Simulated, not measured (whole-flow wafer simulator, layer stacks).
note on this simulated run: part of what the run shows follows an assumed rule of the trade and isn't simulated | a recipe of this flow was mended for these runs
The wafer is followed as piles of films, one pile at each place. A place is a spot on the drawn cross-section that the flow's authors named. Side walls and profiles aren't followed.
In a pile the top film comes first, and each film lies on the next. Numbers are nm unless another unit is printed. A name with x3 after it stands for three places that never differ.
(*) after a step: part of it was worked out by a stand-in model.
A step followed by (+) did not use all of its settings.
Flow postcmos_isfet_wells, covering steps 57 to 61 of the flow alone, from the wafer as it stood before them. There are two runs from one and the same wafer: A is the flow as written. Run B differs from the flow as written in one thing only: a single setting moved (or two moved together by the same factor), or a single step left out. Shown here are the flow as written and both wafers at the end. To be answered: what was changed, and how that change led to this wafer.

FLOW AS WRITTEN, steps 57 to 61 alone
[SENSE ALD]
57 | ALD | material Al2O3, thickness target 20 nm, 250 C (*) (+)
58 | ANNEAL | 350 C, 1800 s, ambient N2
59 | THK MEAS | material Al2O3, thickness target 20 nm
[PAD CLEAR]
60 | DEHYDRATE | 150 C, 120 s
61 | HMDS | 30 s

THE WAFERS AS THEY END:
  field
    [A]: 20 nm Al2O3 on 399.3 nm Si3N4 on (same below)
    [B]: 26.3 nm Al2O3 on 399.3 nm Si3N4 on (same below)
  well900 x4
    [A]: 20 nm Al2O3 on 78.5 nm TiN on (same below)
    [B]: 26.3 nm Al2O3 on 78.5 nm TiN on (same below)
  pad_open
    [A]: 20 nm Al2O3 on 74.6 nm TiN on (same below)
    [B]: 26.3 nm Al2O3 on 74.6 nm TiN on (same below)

The reason: step 57, ALD: thickness target 26.31 nm was run, though the flow has thickness target 20 nm.
The wafer lets one read it off: field has Al2O3 26.3, and step 57 as written asks for 20 nm.

The path from the change to this, step by step:
  57 | ALD | material Al2O3, thickness target 20 nm, 250 C (*) (+)
      field, margin x3, well900 x4, pad_open: A Al2O3 gains 20 (new film) | B Al2O3 gains 26.3 (new film)
